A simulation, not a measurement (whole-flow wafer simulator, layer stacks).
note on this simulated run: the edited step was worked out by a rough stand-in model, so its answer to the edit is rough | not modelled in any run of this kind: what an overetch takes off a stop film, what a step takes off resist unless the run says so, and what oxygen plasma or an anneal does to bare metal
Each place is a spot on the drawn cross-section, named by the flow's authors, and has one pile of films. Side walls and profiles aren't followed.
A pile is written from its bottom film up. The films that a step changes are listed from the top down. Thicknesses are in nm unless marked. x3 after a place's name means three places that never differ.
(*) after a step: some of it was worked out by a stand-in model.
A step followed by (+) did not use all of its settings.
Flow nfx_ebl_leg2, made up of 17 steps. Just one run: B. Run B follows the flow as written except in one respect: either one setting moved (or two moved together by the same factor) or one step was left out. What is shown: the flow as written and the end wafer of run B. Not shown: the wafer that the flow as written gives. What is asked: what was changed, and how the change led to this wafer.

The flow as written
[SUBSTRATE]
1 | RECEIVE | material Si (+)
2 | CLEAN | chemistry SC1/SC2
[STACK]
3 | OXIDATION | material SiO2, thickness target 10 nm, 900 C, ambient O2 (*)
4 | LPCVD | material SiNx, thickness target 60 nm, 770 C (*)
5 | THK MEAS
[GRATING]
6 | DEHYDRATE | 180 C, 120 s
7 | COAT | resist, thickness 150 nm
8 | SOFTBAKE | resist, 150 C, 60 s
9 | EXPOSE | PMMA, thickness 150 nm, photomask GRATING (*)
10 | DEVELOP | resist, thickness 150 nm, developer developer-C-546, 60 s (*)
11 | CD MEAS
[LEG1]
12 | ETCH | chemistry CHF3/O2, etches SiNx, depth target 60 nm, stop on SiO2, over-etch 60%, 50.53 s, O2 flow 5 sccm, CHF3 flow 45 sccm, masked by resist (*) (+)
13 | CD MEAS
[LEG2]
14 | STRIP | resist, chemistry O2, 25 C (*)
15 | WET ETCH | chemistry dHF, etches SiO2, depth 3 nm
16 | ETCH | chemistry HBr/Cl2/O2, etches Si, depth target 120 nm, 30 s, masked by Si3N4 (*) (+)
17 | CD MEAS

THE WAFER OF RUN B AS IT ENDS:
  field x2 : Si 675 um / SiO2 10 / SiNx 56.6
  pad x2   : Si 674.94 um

Cause: step 16, ETCH: depth target 60 nm was run, whereas the flow has depth target 120 nm; step 16, ETCH: 15 s was run, where the flow has 30 s.

The path from the change to this, step by step:
  16 | ETCH | chemistry HBr/Cl2/O2, etches Si, depth target 120 nm, 30 s, masked by Si3N4 (*) (+)
      field x2: SiNx loses 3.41 (in the flow as written it would be: SiNx loses 6.82)
      pad x2: Si loses 60 (in the flow as written it would be: Si loses 120)
